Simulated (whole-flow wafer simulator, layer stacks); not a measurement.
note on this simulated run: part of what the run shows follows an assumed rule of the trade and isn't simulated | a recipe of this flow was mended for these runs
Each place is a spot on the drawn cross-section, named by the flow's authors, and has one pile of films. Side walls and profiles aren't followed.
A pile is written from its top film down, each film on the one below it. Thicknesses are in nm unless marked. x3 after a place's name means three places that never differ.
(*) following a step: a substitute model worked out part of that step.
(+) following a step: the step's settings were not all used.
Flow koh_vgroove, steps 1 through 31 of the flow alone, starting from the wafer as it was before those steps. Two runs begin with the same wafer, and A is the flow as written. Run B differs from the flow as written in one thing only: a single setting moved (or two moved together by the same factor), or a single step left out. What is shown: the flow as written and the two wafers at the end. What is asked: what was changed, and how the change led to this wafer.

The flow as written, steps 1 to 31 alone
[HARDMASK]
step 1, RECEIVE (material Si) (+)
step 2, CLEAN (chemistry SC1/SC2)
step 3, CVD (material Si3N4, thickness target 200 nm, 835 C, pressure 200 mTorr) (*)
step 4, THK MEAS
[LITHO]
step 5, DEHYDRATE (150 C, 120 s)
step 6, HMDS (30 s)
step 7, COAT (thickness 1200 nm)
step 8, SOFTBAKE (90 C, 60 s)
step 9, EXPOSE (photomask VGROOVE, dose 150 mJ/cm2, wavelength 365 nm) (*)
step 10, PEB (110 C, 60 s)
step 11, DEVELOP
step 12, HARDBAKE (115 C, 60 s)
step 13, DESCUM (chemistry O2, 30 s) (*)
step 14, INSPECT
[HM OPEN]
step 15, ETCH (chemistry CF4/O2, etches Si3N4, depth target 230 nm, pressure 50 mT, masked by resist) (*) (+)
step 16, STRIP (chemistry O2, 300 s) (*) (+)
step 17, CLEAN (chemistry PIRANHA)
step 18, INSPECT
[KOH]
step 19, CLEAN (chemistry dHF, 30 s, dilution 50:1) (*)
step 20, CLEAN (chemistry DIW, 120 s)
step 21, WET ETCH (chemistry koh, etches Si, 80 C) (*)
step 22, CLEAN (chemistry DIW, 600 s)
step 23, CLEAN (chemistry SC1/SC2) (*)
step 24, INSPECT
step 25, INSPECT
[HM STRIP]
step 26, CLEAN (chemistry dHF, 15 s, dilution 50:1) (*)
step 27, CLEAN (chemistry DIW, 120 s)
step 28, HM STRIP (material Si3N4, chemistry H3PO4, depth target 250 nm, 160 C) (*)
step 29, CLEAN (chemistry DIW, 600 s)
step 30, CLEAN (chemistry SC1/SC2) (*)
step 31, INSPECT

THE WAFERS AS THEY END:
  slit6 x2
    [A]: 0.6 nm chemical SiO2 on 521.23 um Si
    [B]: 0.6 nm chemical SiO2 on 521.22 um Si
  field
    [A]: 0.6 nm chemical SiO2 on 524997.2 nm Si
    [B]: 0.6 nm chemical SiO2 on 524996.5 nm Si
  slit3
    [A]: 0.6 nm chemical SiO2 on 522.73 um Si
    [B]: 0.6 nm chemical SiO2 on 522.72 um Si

Cause: step 3, CVD: thickness target 186 nm was run, while the flow as written has thickness target 200 nm.

How this came from the change, step by step:
  step 3, CVD (material Si3N4, thickness target 200 nm, 835 C, pressure 200 mTorr) (*)
      field, slit3, slit2, slit6 x2: A +200 Si3N4 (new film) | B +186 Si3N4 (new film)
  step 15, ETCH (chemistry CF4/O2, etches Si3N4, depth target 230 nm, pressure 50 mT, masked by resist) (*) (+)
      slit3, slit2, slit6 x2: A -200 Si3N4 (all of it), -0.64 chemical SiO2 (all of it), -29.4 Si | B -186 Si3N4 (all of it), -0.64 chemical SiO2 (all of it), -43.4 Si
  step 28, HM STRIP (material Si3N4, chemistry H3PO4, depth target 250 nm, 160 C) (*)
      field: A -198.7 Si3N4 (all of it), -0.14 chemical SiO2, -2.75 Si | B -184.7 Si3N4 (all of it), -0.14 chemical SiO2, -3.45 Si
